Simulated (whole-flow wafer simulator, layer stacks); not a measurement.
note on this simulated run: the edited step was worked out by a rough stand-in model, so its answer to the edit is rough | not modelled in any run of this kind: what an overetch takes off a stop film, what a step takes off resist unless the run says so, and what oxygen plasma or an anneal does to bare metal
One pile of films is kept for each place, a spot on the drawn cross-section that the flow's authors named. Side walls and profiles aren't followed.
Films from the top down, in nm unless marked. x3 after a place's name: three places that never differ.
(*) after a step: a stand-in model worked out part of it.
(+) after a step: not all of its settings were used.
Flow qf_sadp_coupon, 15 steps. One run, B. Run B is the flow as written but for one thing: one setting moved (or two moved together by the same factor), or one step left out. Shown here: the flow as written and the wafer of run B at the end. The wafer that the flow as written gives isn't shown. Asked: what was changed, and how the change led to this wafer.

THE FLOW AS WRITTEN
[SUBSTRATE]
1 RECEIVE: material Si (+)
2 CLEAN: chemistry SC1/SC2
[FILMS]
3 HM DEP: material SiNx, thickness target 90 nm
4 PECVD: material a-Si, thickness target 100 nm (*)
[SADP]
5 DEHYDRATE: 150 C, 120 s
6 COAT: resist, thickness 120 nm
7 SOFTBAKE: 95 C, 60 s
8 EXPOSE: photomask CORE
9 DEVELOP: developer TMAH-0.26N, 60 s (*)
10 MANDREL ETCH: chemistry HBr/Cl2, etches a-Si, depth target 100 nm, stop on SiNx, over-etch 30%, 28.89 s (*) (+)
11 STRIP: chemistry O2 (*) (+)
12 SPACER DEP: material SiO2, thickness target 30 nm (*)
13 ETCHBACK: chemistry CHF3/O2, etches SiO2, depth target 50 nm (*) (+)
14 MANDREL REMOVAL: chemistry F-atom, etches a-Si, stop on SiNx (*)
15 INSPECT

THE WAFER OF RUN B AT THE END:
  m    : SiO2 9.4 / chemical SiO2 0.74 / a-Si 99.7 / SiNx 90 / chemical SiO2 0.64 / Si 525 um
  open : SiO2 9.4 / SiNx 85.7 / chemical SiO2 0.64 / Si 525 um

The cause: step 13, ETCHBACK: depth target 20.6 nm was run, where the flow has depth target 50 nm.

How the change led to this, step by step:
  13 ETCHBACK: chemistry CHF3/O2, etches SiO2, depth target 50 nm (*) (+)
      m: SiO2 -20.6 (as written it would be: SiO2 -30 (all of it), chemical SiO2 -0.74 (all of it), a-Si -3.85)
      open: SiO2 -20.6 (as written it would be: SiO2 -30 (all of it), SiNx -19)
  14 MANDREL REMOVAL: chemistry F-atom, etches a-Si, stop on SiNx (*)
      m: nothing (as written it would be: a-Si -95.8 (all of it))
